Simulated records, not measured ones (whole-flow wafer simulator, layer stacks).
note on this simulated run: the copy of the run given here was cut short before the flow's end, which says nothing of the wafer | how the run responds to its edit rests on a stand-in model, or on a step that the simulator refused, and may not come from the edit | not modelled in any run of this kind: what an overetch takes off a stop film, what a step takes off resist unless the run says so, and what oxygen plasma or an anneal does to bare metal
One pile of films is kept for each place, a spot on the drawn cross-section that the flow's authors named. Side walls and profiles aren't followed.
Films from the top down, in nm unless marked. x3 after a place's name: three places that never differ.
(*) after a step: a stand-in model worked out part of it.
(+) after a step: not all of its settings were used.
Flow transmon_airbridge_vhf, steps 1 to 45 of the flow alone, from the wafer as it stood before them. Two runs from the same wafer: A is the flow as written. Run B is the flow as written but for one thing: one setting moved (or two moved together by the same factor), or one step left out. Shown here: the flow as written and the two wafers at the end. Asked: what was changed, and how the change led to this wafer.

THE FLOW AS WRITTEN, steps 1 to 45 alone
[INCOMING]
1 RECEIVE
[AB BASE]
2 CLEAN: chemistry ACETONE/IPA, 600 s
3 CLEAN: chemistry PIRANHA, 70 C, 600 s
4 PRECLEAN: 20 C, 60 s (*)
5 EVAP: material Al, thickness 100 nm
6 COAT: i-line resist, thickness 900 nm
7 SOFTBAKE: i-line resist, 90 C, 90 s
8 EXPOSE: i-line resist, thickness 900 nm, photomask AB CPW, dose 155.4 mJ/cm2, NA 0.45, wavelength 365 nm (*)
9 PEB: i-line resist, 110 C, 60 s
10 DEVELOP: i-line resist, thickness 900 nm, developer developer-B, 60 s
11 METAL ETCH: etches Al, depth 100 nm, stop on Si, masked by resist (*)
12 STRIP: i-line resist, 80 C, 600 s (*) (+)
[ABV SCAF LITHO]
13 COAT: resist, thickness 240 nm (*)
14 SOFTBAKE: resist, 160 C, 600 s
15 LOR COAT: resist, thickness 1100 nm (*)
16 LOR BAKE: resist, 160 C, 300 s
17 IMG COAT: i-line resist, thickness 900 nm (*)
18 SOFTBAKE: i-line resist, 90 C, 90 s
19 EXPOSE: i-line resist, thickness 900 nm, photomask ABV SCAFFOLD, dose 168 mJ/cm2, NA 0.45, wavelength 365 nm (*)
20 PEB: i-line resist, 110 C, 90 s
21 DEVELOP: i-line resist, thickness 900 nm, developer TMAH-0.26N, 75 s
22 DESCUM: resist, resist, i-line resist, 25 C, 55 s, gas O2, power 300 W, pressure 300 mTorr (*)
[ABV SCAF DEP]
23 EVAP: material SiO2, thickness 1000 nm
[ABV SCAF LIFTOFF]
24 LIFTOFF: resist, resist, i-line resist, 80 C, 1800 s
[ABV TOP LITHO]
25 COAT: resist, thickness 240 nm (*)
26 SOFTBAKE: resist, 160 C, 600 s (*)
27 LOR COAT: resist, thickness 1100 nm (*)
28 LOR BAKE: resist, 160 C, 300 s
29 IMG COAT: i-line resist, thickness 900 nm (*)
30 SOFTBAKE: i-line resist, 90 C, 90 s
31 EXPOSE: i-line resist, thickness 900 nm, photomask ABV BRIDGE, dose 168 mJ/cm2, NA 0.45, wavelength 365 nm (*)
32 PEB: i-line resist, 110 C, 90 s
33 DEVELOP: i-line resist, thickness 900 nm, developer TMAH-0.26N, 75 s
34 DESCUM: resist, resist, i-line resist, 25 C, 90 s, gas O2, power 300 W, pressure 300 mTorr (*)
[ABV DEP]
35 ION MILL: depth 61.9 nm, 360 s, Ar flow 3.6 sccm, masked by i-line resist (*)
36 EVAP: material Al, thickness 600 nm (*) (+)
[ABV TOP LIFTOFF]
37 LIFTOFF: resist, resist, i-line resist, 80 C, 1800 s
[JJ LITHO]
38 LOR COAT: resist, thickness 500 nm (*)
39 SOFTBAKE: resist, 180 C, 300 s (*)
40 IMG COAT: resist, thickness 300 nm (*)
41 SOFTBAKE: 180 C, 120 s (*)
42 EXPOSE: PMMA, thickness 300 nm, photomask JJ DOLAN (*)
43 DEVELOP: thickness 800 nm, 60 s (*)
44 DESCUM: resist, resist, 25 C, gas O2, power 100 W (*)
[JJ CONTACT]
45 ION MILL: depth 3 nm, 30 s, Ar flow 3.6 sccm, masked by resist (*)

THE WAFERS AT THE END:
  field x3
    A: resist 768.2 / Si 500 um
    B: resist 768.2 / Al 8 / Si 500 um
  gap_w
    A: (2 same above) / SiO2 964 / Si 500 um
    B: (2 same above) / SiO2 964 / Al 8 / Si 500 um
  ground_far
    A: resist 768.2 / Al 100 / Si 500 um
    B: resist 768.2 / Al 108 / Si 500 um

The cause: step 5, EVAP: thickness 108 nm was run, where the flow has thickness 100 nm.
It can be read off the wafer: ground_far has Al 108, and step 5 as written asks for 100 nm.

How the change led to this, step by step:
  5 EVAP: material Al, thickness 100 nm
      field x3, jj_line, ground_far and 12 more: A Al +100 (new film) | B Al +108 (new film)
  11 METAL ETCH: etches Al, depth 100 nm, stop on Si, masked by resist (*)
      field x3, jj_line, gap_w, gap_e: A Al -100 (all of it) | B Al -100
  45 ION MILL: depth 3 nm, 30 s, Ar flow 3.6 sccm, masked by resist (*)
      jj_line: A Si -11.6 | B Al -8 (all of it), Si -7.12
Counting metal films that touch as one body, field x3 has 1 body; the flow as written gives 0 bodies.
Counting metal films that touch as one body, gap_w has 2 bodies (between them, from the top down: SiO2 964); the flow as written gives 1 body.
